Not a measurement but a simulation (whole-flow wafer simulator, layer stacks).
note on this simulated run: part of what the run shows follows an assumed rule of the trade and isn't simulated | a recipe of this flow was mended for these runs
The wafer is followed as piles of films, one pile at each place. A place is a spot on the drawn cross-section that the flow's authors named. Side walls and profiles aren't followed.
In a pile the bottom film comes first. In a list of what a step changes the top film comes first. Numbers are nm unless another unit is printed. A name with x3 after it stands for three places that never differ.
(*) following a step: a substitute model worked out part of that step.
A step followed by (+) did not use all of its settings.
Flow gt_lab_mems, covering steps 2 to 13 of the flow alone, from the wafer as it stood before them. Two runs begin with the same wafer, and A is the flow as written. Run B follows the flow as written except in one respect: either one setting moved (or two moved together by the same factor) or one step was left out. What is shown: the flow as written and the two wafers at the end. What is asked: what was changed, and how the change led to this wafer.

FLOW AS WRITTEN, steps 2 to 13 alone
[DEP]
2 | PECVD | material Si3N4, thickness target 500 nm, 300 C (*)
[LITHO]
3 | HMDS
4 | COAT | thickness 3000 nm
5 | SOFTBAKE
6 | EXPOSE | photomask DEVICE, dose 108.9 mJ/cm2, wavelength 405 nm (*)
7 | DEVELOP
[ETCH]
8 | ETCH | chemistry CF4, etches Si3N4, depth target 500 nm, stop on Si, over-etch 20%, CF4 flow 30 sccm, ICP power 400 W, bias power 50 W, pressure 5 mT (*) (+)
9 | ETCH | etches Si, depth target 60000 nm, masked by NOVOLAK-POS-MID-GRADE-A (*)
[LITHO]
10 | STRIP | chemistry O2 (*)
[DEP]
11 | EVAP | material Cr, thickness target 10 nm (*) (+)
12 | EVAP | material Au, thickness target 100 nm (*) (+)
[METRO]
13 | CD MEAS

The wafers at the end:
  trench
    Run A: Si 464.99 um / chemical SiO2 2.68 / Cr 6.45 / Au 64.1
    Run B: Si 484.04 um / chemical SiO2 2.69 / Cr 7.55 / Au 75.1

The reason: step 8, ETCH: depth target 100 nm was run, while the flow as written has depth target 500 nm.

How this came from the change, step by step:
  8 | ETCH | chemistry CF4, etches Si3N4, depth target 500 nm, stop on Si, over-etch 20%, CF4 flow 30 sccm, ICP power 400 W, bias power 50 W, pressure 5 mT (*) (+)
      trench: A -500 Si3N4 (all of it), -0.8 chemical SiO2 (all of it), -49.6 Si | B -120 Si3N4
      field: A -400 g/i-line-resist | B -80 g/i-line-resist
  9 | ETCH | etches Si, depth target 60000 nm, masked by NOVOLAK-POS-MID-GRADE-A (*)
      trench: A -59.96 um Si | B -380 Si3N4 (all of it), -0.8 chemical SiO2 (all of it), -40.96 um Si
  10 | STRIP | chemistry O2 (*)
      field: A -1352 g/i-line-resist (all of it) | B -1672 g/i-line-resist (all of it)
  11 | EVAP | material Cr, thickness target 10 nm (*) (+)
      trench: A +6.45 Cr (new film) | B +7.55 Cr (new film)
  12 | EVAP | material Au, thickness target 100 nm (*) (+)
      trench: A +64.1 Au (new film) | B +75.1 Au (new film)
